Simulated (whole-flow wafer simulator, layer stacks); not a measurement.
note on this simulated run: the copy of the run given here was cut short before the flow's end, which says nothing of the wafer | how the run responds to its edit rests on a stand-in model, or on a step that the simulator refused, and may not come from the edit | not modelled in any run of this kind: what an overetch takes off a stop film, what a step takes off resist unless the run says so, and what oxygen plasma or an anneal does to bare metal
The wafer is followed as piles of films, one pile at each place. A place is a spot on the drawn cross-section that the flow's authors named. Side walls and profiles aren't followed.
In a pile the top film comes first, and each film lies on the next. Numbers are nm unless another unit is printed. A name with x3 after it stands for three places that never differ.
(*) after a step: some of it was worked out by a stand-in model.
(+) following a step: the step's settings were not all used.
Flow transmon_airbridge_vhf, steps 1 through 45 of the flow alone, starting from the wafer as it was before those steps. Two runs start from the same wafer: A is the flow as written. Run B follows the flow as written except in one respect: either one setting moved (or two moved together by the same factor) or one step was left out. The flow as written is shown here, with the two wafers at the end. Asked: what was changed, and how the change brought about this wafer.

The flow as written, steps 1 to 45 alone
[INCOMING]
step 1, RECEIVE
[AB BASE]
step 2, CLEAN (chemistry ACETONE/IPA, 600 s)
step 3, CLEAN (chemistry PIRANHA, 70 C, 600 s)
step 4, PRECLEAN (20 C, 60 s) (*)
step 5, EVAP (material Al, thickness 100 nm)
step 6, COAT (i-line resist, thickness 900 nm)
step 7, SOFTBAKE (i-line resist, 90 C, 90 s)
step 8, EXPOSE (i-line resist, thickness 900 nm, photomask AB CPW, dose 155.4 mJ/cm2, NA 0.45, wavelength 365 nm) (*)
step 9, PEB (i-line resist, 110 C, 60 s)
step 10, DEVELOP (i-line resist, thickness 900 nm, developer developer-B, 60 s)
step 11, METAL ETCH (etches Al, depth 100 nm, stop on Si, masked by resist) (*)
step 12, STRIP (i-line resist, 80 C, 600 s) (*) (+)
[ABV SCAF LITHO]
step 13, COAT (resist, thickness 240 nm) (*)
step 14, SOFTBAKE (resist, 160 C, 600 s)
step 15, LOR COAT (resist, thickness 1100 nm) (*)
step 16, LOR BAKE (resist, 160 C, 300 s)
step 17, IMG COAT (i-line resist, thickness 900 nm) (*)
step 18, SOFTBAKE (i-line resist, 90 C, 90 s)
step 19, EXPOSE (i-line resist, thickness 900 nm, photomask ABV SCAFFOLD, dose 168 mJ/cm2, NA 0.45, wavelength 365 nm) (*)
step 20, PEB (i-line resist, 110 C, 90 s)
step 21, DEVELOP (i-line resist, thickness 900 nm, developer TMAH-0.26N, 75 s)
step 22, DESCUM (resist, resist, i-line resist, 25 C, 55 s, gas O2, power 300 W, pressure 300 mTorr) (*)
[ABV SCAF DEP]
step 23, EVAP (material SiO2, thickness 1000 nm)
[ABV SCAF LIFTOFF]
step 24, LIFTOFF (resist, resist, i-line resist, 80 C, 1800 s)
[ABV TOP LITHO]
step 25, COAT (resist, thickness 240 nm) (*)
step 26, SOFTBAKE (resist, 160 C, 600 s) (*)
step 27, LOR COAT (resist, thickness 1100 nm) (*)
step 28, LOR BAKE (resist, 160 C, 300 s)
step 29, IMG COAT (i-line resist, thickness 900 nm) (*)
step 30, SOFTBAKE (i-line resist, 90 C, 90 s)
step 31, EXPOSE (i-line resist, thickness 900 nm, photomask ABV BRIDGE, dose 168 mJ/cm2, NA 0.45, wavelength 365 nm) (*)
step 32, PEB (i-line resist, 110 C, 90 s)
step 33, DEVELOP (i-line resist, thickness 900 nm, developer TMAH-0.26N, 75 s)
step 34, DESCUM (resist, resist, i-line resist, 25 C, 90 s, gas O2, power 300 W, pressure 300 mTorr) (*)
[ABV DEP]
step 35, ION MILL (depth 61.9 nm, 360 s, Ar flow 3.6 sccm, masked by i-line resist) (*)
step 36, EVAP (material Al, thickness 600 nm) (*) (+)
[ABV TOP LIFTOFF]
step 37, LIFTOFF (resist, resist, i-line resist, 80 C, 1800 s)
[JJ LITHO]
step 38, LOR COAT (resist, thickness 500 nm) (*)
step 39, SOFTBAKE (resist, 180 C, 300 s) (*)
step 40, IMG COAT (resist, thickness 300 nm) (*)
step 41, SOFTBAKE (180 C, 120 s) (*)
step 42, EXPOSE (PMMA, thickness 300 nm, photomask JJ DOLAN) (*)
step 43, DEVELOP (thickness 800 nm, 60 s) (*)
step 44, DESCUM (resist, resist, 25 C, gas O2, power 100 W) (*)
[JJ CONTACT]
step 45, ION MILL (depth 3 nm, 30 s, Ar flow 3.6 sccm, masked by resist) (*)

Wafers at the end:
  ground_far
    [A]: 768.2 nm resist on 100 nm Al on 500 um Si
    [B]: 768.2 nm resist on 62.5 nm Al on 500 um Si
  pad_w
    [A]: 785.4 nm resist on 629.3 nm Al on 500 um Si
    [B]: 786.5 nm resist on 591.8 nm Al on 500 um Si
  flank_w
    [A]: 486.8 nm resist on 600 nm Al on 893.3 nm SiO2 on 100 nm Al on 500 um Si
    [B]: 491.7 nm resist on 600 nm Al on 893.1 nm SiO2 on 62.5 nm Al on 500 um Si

What caused this: step 5, EVAP: thickness 62.5 nm was run, whereas the flow has thickness 100 nm.
One can read it off the wafer: ground_far has Al 62.5, and step 5 as written asks for 100 nm.

How this came from the change, step by step:
  step 5, EVAP (material Al, thickness 100 nm)
      field x3, jj_line, ground_far and 12 more: A Al gains 100 (new film) | B Al gains 62.5 (new film)
  step 11, METAL ETCH (etches Al, depth 100 nm, stop on Si, masked by resist) (*)
      ground_far, pad_w, flank_w and 8 more: A i-line resist loses 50 | B i-line resist loses 46.9
      field x3, jj_line, gap_w, gap_e: A Al loses 100 (all of it) | B Al loses 62.5 (all of it)
  step 13, COAT (resist, thickness 240 nm) (*)
      flank_w, flank_e: A resist gains 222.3 (new film) | B resist gains 228.5 (new film)
  step 22, DESCUM (resist, resist, i-line resist, 25 C, 55 s, gas O2, power 300 W, pressure 300 mTorr) (*)
      flank_w, flank_e: A resist loses 222.3 (all of it) | B resist loses 228.5 (all of it)
  step 25, COAT (resist, thickness 240 nm) (*)
      flank_w, flank_e: A resist gains 152.6 (new film) | B resist gains 156.8 (new film)
  step 34, DESCUM (resist, resist, i-line resist, 25 C, 90 s, gas O2, power 300 W, pressure 300 mTorr) (*)
      flank_w, flank_e: A resist loses 152.6 (all of it) | B resist loses 156.8 (all of it)
  step 40, IMG COAT (resist, thickness 300 nm) (*)
      flank_w, flank_e: A resist gains 212.1 | B resist gains 218
